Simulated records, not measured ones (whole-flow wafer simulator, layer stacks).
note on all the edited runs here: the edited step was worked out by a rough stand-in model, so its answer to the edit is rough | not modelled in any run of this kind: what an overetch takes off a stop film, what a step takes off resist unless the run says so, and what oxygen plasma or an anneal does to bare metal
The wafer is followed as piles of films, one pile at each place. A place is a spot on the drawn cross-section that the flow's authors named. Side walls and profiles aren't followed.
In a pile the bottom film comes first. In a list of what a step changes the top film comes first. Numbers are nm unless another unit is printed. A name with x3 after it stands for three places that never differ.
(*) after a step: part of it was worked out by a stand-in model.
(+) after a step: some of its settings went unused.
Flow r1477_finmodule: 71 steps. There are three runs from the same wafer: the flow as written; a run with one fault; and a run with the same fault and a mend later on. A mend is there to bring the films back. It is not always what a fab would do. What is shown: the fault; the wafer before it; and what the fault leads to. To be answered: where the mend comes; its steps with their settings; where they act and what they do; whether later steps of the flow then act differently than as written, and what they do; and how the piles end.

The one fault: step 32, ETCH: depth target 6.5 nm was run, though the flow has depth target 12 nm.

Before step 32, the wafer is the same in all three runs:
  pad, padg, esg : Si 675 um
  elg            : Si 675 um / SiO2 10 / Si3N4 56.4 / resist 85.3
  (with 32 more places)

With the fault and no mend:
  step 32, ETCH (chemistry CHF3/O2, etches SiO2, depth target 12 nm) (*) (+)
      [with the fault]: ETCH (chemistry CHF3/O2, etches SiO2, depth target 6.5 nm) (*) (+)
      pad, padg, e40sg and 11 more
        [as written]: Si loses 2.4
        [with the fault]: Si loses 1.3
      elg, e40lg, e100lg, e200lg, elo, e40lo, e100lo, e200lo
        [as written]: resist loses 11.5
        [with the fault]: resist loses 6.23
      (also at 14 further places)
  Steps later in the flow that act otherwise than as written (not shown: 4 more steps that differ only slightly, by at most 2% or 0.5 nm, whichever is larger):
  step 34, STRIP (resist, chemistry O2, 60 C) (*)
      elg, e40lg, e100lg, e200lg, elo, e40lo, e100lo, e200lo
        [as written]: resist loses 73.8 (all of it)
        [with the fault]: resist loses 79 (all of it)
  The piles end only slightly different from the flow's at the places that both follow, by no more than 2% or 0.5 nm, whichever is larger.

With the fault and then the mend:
  After step 32 comes the mend.
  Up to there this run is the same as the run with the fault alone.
  step 32a, ETCH (chemistry CHF3/O2, etches SiO2, depth target 5.5 nm) (*) (a further turn of the flow's step 32, with different settings)
      pad, padg, e40sg and 11 more
        Si loses 1.1
      elg, e40lg, e100lg, e200lg, elo, e40lo, e100lo, e200lo
        resist loses 5.27
      s40sg_line, s45sg_line, s50sg_line, s40so_line, s45so_line, s50so_line
        SiO2 loses 5.5
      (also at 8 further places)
  None of the later steps of the flow differs from how it acts as written, at any place that is followed, by more than 2% or 0.5 nm, whichever is larger.
  The piles end only slightly different from the flow's at the places that both follow, by no more than 2% or 0.5 nm, whichever is larger.
